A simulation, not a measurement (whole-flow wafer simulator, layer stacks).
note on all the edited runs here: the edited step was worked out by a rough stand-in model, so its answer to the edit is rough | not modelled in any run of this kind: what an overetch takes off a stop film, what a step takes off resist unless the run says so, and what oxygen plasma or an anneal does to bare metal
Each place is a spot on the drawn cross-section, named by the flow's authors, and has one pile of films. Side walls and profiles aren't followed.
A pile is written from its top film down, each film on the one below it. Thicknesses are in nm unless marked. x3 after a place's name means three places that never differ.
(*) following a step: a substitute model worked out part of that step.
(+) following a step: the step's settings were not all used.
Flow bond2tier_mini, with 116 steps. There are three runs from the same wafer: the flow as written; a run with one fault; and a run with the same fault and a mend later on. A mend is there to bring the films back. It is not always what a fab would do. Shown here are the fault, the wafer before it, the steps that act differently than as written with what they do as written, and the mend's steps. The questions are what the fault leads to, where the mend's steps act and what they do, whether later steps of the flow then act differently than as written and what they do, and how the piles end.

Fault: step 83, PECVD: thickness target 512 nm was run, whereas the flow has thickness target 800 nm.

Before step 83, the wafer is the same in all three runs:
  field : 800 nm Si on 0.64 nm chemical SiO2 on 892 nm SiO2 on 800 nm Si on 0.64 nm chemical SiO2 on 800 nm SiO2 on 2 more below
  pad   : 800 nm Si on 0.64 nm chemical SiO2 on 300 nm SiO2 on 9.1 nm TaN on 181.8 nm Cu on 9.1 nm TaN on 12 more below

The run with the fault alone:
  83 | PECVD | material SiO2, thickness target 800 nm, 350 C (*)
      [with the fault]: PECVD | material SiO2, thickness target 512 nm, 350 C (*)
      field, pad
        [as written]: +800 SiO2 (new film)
        [with the fault]: +512 SiO2 (new film)
  Later steps of the flow acting differently than as written:
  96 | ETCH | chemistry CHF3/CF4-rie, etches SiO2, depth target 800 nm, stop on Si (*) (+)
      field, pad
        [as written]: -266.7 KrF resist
        [with the fault]: -237.5 KrF resist
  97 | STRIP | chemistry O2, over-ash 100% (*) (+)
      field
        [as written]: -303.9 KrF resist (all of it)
        [with the fault]: -333.1 KrF resist (all of it)
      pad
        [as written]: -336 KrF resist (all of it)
        [with the fault]: -365.1 KrF resist (all of it)
  At field, pad, the piles at the end differ from the flow's by more than 2% or 0.5 nm, whichever is larger.
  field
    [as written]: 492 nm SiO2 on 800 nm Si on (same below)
    [with the fault]: 204 nm SiO2 on 800 nm Si on (same below)
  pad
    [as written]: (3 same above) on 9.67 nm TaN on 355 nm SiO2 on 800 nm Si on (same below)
    [with the fault]: (3 same above) on 9.67 nm TaN on 67 nm SiO2 on 800 nm Si on (same below)

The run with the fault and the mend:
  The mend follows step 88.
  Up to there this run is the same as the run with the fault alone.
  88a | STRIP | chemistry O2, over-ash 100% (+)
      field
        -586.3 KrF resist (all of it)
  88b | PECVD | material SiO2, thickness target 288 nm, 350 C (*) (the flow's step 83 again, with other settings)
      field, pad
        +288 SiO2
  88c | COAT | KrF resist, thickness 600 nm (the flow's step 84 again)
      field, pad
        +600 KrF resist (new film)
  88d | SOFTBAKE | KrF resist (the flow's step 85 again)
      leaves every film unchanged at each place that is followed
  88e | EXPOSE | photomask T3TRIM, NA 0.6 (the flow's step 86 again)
      leaves every film unchanged at each place that is followed
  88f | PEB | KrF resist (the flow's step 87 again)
      leaves every film unchanged at each place that is followed
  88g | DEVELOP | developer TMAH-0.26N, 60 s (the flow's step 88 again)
      field
        -13.7 KrF resist
      pad
        -600 KrF resist (all of it)
  Every later step of the flow that is run acts as written at every place that is followed.
  By the end, the piles equal the flow's at every place that both follow.
